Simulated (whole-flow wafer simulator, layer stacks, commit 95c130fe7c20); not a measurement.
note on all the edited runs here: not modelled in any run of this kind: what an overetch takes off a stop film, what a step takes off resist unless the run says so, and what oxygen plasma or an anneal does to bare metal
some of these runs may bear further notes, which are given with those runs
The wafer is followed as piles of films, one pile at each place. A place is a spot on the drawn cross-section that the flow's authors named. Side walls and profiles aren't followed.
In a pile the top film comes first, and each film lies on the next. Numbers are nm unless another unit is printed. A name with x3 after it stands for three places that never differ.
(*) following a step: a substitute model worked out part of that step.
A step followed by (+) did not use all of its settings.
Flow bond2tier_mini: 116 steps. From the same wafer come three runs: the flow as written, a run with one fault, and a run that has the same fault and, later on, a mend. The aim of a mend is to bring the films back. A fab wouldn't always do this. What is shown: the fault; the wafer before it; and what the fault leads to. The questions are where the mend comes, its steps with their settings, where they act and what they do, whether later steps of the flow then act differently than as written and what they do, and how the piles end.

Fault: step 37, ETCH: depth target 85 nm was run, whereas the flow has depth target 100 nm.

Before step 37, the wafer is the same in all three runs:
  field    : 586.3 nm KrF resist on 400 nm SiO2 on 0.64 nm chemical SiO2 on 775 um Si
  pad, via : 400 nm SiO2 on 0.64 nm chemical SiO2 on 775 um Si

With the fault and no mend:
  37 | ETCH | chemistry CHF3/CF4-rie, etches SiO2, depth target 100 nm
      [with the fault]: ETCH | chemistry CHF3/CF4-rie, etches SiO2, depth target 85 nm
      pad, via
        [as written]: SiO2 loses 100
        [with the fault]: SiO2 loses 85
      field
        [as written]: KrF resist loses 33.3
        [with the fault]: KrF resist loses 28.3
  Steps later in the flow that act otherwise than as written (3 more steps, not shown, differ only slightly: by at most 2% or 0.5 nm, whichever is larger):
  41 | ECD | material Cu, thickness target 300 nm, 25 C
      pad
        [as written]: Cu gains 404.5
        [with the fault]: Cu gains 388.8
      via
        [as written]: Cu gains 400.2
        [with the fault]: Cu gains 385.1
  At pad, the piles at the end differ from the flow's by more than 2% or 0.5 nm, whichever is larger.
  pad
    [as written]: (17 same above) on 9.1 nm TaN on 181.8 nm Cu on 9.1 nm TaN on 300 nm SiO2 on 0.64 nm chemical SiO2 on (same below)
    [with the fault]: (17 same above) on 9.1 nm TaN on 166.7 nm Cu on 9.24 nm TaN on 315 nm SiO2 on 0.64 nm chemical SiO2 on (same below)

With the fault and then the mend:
  The mend follows step 38.
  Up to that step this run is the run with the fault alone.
  38a | COAT | KrF resist, thickness 600 nm (*) (a further turn of the flow's step 32)
      field
        KrF resist gains 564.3 (new film)
      pad
        KrF resist gains 637.3 (new film)
      via
        KrF resist gains 632.4 (new film)
  38b | SOFTBAKE | KrF resist (a further turn of the flow's step 33)
      does not change any film at any place that is followed
  38c | EXPOSE | photomask APAD, NA 0.6 (a further turn of the flow's step 34)
      does not change any film at any place that is followed
  38d | PEB | KrF resist (a further turn of the flow's step 35)
      does not change any film at any place that is followed
  38e | DEVELOP | developer TMAH-0.26N, 60 s (a further turn of the flow's step 36)
      field
        KrF resist loses 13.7
      pad
        KrF resist loses 637.3 (all of it)
      via
        KrF resist loses 632.4 (all of it)
  38f | ETCH | chemistry CHF3/CF4-rie, etches SiO2, depth target 15 nm (a further turn of the flow's step 37, with different settings)
      pad, via
        SiO2 loses 15
      field
        KrF resist loses 5
  38g | STRIP | chemistry O2, over-ash 100% (+) (a further turn of the flow's step 38)
      field
        KrF resist loses 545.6 (all of it)
  Every later step of the flow that is run acts as written at every place that is followed.
  At every place that both follow, the piles at the end match the flow's.
